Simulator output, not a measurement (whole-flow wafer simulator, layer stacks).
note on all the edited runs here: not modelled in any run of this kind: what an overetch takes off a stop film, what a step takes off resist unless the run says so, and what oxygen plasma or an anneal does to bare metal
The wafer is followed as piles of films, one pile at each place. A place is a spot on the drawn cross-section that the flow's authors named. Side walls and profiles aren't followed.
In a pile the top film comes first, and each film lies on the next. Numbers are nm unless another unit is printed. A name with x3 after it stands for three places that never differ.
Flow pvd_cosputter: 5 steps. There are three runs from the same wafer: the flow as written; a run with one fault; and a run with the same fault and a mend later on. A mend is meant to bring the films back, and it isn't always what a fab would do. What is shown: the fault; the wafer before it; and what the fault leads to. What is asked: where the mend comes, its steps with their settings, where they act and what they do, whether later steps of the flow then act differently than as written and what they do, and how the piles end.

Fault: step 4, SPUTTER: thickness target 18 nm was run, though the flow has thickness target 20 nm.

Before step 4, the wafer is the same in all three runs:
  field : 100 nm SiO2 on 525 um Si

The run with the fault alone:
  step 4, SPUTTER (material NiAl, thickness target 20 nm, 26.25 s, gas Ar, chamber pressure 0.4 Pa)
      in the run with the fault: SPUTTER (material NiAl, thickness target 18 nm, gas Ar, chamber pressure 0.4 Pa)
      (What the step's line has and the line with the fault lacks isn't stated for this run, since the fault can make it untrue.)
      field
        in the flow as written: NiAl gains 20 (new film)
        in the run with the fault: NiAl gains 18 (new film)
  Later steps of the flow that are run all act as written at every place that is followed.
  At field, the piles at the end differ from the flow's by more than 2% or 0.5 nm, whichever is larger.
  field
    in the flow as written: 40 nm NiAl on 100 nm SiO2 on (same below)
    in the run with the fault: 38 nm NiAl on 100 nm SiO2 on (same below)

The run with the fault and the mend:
  The mend stands after step 4.
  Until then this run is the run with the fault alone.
  step 4a, SPUTTER (material NiAl, thickness target 2 nm, gas Ar, chamber pressure 0.4 Pa) (the flow's step 4, run once more with other settings)
      field
        NiAl gains 2
  Later steps of the flow that are run all act as written at every place that is followed.
  The piles end the same as the flow's at every place that both follow.
